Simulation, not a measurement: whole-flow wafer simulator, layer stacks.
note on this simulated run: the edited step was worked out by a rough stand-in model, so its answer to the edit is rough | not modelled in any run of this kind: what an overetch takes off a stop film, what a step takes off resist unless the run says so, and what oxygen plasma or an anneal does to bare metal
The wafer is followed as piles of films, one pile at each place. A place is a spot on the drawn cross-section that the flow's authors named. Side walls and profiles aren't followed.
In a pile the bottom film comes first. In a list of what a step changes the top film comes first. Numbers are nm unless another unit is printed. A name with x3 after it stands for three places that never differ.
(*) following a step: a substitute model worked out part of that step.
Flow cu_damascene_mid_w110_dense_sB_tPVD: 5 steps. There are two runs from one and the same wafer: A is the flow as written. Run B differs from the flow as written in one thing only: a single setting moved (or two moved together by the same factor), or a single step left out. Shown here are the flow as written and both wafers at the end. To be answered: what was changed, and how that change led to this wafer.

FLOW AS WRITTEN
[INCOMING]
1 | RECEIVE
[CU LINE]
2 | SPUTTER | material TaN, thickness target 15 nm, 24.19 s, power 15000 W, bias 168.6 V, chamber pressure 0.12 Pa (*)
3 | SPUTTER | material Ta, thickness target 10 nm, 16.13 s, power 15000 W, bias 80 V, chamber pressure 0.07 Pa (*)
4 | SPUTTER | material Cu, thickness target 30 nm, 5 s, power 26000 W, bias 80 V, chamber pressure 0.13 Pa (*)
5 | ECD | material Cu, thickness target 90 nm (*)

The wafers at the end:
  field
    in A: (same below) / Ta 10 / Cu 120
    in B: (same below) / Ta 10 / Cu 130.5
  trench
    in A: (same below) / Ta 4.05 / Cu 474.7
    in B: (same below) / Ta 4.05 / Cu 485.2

The reason: step 4, SPUTTER: thickness target 40.5 nm was run, while the flow as written has thickness target 30 nm; step 4, SPUTTER: 6.75 s was run, where the flow has 5 s.

How this came from the change, step by step:
  4 | SPUTTER | material Cu, thickness target 30 nm, 5 s, power 26000 W, bias 80 V, chamber pressure 0.13 Pa (*)
      field: A +30 Cu (new film) | B +40.5 Cu (new film)
      trench: A +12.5 Cu (new film) | B +16.8 Cu (new film)
